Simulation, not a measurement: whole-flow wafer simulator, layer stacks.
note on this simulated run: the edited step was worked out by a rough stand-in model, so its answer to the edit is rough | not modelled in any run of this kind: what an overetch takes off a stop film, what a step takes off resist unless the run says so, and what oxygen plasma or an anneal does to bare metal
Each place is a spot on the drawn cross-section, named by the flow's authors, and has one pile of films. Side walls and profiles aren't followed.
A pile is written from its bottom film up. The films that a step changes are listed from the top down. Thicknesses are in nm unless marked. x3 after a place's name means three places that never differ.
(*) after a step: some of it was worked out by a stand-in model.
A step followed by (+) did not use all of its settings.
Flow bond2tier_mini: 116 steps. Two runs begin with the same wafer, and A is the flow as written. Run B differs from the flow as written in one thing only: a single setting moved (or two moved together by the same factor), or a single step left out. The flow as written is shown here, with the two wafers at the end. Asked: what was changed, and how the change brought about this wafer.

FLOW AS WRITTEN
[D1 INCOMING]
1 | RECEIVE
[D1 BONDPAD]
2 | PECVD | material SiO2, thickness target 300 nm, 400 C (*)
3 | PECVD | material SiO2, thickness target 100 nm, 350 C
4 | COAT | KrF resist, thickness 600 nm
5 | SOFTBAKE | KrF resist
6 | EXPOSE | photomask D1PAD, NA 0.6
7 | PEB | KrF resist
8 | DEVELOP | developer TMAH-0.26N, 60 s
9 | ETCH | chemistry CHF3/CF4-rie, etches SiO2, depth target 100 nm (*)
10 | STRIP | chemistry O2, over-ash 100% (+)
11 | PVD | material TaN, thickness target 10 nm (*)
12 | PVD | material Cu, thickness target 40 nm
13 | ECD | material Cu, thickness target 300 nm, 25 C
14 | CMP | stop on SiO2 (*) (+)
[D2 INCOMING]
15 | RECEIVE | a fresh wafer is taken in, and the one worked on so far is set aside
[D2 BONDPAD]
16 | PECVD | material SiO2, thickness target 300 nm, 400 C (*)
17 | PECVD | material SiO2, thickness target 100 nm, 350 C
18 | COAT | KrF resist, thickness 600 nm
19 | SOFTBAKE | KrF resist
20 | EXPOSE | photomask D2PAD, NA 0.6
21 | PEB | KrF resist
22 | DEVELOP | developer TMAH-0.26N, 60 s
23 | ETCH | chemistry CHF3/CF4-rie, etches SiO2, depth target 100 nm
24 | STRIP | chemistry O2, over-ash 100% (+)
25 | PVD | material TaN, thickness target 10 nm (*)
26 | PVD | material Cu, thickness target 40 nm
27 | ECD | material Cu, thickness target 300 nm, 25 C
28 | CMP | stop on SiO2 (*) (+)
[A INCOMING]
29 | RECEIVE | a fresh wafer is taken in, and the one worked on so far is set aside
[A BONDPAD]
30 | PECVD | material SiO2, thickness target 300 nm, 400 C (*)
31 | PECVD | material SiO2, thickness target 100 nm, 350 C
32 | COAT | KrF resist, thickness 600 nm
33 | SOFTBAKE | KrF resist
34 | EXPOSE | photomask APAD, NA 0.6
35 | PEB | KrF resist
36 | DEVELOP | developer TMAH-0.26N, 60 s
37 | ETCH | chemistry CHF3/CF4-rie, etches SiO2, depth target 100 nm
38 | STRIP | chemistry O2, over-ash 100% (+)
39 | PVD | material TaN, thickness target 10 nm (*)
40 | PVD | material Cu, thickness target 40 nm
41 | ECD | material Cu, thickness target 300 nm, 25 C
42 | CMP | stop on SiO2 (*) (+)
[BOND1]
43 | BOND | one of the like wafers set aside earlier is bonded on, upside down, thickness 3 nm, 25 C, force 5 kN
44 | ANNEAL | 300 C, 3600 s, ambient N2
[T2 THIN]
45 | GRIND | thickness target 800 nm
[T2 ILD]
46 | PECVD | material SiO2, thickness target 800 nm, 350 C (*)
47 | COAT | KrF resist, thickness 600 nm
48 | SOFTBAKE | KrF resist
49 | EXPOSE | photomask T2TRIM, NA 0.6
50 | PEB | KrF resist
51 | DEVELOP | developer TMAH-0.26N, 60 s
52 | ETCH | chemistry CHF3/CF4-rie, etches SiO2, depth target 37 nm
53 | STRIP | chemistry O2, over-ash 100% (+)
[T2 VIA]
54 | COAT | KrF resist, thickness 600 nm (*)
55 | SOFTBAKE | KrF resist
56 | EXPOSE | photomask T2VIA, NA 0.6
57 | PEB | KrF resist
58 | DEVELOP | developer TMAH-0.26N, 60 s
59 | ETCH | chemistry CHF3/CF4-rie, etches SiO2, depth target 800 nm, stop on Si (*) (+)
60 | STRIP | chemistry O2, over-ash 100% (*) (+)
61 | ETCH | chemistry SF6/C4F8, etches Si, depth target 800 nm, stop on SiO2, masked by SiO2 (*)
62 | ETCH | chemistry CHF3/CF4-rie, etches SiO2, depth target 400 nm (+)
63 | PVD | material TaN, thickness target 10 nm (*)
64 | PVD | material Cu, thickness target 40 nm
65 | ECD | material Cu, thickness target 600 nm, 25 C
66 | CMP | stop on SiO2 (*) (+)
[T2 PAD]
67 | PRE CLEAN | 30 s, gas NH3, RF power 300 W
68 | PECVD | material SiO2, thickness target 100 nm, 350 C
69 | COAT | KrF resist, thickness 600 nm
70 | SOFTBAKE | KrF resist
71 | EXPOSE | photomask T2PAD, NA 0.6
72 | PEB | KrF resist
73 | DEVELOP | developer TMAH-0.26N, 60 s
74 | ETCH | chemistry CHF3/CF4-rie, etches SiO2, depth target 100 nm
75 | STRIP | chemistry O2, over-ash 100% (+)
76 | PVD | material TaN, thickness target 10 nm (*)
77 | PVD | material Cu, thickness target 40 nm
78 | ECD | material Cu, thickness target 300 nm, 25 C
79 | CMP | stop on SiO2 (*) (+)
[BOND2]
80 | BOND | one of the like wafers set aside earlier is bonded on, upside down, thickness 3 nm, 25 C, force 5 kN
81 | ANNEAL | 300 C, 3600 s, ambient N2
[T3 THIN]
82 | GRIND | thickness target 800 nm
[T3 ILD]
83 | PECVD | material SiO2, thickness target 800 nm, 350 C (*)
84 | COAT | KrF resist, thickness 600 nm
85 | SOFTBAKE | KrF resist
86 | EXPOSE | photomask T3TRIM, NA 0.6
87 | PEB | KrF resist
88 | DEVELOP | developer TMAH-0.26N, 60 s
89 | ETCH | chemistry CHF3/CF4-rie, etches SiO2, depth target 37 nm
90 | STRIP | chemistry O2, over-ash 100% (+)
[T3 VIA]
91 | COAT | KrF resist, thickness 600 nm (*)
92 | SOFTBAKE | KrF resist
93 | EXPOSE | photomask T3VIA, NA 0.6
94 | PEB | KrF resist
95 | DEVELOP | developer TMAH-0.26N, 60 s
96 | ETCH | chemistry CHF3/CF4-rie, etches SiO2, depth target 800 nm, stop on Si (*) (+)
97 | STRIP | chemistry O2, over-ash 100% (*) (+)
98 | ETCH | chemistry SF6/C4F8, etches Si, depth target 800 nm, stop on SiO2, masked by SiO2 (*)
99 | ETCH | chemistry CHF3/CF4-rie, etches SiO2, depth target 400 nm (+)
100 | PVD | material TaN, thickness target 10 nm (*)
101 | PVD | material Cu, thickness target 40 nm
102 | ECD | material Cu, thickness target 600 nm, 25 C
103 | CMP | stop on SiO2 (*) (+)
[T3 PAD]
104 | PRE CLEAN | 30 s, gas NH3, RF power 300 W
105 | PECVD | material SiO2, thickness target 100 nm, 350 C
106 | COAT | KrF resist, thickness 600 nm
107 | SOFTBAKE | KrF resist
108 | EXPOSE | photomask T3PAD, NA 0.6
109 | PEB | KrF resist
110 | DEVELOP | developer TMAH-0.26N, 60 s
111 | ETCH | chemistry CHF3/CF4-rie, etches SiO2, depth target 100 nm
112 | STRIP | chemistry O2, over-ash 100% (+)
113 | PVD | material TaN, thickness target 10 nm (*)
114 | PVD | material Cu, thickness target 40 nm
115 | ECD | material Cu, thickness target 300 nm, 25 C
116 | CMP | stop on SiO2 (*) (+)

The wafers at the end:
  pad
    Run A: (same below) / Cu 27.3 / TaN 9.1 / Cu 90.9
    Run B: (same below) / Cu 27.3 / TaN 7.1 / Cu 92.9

The reason: step 113, PVD: thickness target 7.8 nm was run, while the flow as written has thickness target 10 nm.

How this came from the change, step by step:
  113 | PVD | material TaN, thickness target 10 nm (*)
      field: A +10 TaN (new film) | B +7.8 TaN (new film)
      pad: A +9.1 TaN (new film) | B +7.1 TaN (new film)
  116 | CMP | stop on SiO2 (*) (+)
      field: A -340 Cu (all of it), -10 TaN (all of it) | B -340 Cu (all of it), -7.8 TaN (all of it)
